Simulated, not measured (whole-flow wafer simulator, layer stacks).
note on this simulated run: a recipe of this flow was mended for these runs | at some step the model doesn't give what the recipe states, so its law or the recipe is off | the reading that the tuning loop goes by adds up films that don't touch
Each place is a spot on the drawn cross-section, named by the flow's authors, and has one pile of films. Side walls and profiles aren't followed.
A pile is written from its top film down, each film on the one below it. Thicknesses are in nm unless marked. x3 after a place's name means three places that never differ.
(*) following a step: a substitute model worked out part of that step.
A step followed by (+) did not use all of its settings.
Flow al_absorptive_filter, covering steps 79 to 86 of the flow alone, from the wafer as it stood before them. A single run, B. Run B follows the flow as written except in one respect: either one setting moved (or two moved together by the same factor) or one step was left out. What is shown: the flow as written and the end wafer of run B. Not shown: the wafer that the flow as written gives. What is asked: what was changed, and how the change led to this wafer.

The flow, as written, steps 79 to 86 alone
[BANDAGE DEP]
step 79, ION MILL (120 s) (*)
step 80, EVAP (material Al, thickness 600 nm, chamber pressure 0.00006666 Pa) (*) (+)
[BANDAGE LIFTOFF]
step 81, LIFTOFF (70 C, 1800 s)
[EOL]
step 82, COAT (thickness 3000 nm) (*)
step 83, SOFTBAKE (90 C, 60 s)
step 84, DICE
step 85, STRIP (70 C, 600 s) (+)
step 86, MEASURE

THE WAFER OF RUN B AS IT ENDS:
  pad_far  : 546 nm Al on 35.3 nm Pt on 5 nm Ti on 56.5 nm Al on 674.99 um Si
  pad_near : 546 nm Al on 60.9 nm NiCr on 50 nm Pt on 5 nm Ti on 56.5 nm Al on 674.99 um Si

Cause: step 80, EVAP: thickness 546 nm was run, while the flow as written has thickness 600 nm.
The wafer lets one read it off: pad_far has Al 546, and step 80 as written asks for 600 nm.

Step by step, how the change led to this:
  step 80, EVAP (material Al, thickness 600 nm, chamber pressure 0.00006666 Pa) (*) (+)
      gnd, pad_far, pad_near and 11 more: Al gains 546 (new film) (as written it would have been: Al gains 600 (new film))
  step 81, LIFTOFF (70 C, 1800 s)
      xa_field, xl_land, idc_field: Al loses 546 (all of it), i-line-resist loses 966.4 (all of it), lift-off-underlayer loses 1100 (all of it), acrylic-e-beam-resist loses 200 (all of it) (as written it would have been: Al loses 600 (all of it), i-line-resist loses 966.4 (all of it), lift-off-underlayer loses 1100 (all of it), acrylic-e-beam-resist loses 200 (all of it))
      gnd: Al loses 546 (all of it), i-line-resist loses 968.3 (all of it), lift-off-underlayer loses 1103.3 (all of it), acrylic-e-beam-resist loses 200.9 (all of it) (as written it would have been: Al loses 600 (all of it), i-line-resist loses 968.3 (all of it), lift-off-underlayer loses 1103.3 (all of it), acrylic-e-beam-resist loses 200.9 (all of it))
      (also at 8 further places)
  step 83, SOFTBAKE (90 C, 60 s)
      gnd: i-line-resist gains 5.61 (as written it would have been: i-line-resist gains 6.13)
      pad_far: i-line-resist loses 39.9 (as written it would have been: i-line-resist loses 44.2)
      (also at 2 further places)
